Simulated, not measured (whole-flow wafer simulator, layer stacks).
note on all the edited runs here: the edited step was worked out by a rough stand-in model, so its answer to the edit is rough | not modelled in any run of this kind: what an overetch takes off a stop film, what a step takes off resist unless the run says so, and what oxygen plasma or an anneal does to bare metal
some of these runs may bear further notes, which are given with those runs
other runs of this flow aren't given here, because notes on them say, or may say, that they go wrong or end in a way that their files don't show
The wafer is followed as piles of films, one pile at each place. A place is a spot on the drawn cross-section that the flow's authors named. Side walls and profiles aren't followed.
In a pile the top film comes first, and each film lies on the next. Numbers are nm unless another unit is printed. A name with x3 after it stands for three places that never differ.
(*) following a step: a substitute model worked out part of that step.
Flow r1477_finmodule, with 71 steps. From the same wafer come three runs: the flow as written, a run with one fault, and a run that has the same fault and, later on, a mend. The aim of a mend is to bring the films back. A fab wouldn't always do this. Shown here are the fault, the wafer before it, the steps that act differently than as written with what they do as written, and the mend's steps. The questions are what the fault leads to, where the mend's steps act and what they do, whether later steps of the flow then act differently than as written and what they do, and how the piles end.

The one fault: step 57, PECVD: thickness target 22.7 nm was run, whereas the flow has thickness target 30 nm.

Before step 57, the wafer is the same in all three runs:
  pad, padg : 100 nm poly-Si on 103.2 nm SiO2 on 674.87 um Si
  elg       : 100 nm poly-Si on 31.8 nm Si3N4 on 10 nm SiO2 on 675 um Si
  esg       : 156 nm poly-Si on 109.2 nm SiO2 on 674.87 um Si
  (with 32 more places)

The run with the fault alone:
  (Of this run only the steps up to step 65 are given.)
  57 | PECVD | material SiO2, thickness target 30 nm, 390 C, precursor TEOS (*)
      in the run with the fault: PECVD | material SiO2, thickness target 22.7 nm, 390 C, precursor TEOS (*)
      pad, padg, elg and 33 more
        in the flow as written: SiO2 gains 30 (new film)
        in the run with the fault: SiO2 gains 22.7 (new film)
  None of the later steps of the flow up to step 65 differs from how it acts as written, at any place that is followed, by more than 2% or 0.5 nm, whichever is larger.
  After step 65, at pad, padg, elg and 33 more, the piles differ from the flow's by more than 2% or 0.5 nm, whichever is larger.
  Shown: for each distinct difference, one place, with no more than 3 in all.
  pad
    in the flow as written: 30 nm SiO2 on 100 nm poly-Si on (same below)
    in the run with the fault: 22.7 nm SiO2 on 100 nm poly-Si on (same below)
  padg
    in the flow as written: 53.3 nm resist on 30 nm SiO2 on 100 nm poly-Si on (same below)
    in the run with the fault: 53.3 nm resist on 22.7 nm SiO2 on 100 nm poly-Si on (same below)
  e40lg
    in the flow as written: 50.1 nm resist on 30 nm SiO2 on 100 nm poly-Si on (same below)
    in the run with the fault: 50.1 nm resist on 22.7 nm SiO2 on 100 nm poly-Si on (same below)

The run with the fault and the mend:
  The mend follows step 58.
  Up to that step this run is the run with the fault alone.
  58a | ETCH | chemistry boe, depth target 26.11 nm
      pad, padg, elg and 33 more
        SiO2 loses 22.7 (all of it)
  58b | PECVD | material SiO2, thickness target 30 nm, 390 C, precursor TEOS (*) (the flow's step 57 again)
      pad, padg, elg and 33 more
        SiO2 gains 30 (new film)
  None of the later steps of the flow acts differently than as written at any place that is followed.
  The piles end the same as the flow's at every place that both follow.
